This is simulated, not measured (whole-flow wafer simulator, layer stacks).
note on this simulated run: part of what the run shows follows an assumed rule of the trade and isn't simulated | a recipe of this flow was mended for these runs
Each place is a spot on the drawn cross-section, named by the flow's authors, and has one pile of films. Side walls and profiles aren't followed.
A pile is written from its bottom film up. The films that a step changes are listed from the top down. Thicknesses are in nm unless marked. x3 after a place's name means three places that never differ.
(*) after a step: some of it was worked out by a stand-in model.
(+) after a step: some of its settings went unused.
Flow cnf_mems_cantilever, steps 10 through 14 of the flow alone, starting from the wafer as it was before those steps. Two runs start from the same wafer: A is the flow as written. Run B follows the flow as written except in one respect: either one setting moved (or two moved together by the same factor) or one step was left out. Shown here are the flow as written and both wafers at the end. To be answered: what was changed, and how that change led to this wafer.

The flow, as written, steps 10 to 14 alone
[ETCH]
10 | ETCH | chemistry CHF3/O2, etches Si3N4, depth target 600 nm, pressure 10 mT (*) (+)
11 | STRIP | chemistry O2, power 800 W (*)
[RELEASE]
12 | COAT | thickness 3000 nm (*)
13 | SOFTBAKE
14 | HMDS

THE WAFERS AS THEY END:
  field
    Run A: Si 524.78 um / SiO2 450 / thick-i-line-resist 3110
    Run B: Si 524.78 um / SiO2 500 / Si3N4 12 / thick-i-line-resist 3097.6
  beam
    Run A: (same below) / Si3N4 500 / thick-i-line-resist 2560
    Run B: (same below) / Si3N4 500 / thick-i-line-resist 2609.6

What caused this: step 10, ETCH: depth target 488 nm was run, though the flow has depth target 600 nm.

The path from the change to this, step by step:
  10 | ETCH | chemistry CHF3/O2, etches Si3N4, depth target 600 nm, pressure 10 mT (*) (+)
      field: A Si3N4 loses 500 (all of it), SiO2 loses 50 | B Si3N4 loses 488
      beam: A KrF-resist loses 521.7 | B KrF-resist loses 424.3
  11 | STRIP | chemistry O2, power 800 W (*)
      beam: A KrF-resist loses 460.9 (all of it) | B KrF-resist loses 558.3 (all of it)
  13 | SOFTBAKE
      field: A thick-i-line-resist gains 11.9 | B thick-i-line-resist gains 10.3
      beam: A thick-i-line-resist loses 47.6 | B thick-i-line-resist loses 41.3
